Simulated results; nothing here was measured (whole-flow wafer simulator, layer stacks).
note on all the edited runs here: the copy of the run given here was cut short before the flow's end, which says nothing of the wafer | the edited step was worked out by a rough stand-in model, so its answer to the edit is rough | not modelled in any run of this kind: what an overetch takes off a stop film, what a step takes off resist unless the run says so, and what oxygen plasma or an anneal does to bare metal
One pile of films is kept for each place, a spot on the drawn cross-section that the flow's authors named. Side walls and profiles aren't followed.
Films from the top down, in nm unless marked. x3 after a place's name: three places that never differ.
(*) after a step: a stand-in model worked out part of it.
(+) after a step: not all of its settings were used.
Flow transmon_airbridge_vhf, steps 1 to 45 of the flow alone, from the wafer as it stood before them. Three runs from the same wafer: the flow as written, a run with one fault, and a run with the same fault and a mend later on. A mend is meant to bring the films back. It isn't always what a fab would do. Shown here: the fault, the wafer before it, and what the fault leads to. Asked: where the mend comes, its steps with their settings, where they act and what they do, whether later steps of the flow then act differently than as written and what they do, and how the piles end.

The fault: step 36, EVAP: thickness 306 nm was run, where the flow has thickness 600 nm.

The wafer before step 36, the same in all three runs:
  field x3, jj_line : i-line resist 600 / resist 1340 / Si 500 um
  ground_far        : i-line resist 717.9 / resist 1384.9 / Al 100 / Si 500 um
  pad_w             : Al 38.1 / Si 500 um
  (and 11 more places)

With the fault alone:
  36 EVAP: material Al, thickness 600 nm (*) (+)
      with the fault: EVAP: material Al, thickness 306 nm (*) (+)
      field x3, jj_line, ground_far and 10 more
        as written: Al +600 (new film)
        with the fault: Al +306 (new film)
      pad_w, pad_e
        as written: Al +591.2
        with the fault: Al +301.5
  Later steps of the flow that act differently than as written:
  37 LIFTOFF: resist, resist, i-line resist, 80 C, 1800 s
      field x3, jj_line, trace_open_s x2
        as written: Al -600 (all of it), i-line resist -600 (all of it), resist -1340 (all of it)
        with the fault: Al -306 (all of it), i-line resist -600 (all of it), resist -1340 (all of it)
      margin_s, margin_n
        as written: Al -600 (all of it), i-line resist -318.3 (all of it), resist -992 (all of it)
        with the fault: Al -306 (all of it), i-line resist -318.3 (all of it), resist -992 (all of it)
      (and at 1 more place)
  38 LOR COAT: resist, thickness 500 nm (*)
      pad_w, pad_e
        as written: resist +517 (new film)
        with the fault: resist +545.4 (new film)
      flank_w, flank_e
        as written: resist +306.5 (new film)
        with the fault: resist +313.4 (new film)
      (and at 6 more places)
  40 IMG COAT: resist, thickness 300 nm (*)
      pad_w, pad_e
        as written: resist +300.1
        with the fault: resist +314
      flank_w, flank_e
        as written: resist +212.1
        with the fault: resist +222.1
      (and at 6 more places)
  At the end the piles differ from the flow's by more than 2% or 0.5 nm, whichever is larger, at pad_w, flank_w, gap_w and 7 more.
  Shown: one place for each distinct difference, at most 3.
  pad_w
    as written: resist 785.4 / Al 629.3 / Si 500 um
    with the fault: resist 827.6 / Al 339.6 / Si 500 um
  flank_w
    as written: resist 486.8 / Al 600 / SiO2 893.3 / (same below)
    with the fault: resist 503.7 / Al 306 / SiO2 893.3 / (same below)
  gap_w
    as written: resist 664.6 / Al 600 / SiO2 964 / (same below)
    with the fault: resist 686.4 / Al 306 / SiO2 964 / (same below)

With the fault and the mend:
  The mend comes after step 36.
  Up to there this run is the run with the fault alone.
  36a EVAP: material Al, thickness 294 nm (*) (+) (the flow's step 36 once more, with other settings)
      field x3, jj_line, ground_far and 10 more
        Al +294
      pad_w, pad_e
        Al +289.7
  No later step of the flow acts differently than as written, at any place that is followed, by more than 2% or 0.5 nm, whichever is larger.
  At the end the piles differ from the flow's only slightly at the places that both follow, by at most 2% or 0.5 nm, whichever is larger.
